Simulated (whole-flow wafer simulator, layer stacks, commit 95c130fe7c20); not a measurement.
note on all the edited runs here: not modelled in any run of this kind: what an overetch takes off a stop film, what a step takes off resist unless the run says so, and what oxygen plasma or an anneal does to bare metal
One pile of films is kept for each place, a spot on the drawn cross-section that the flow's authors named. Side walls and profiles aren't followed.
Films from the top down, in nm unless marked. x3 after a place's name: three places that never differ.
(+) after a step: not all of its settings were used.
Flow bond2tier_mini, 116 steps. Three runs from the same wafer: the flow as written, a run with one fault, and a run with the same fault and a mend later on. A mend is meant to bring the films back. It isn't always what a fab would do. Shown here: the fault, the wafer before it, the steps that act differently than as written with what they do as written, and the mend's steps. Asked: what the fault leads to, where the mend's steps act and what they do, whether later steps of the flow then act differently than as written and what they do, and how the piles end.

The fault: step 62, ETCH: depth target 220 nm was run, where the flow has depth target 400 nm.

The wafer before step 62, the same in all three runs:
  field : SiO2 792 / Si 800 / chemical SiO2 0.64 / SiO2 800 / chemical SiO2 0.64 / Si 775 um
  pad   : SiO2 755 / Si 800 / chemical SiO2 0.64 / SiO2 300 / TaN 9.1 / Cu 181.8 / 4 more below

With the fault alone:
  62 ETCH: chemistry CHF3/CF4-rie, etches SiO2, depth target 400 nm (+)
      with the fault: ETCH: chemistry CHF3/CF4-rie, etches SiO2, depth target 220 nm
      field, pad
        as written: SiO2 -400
        with the fault: SiO2 -220
  No later step of the flow acts differently than as written at any place that is followed.
  At the end the piles differ from the flow's by more than 2% or 0.5 nm, whichever is larger, at field, pad.
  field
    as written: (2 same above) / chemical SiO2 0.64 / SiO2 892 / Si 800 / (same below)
    with the fault: (2 same above) / chemical SiO2 0.64 / SiO2 1072 / Si 800 / (same below)
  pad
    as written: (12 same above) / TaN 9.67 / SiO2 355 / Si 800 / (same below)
    with the fault: (12 same above) / TaN 9.67 / SiO2 535 / Si 800 / (same below)

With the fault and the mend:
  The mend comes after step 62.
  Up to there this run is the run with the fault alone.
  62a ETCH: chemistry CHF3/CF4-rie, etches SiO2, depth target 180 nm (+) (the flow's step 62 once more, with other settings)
      field, pad
        SiO2 -180
  No later step of the flow acts differently than as written at any place that is followed.
  At the end the piles are the same as the flow's at every place that both follow.
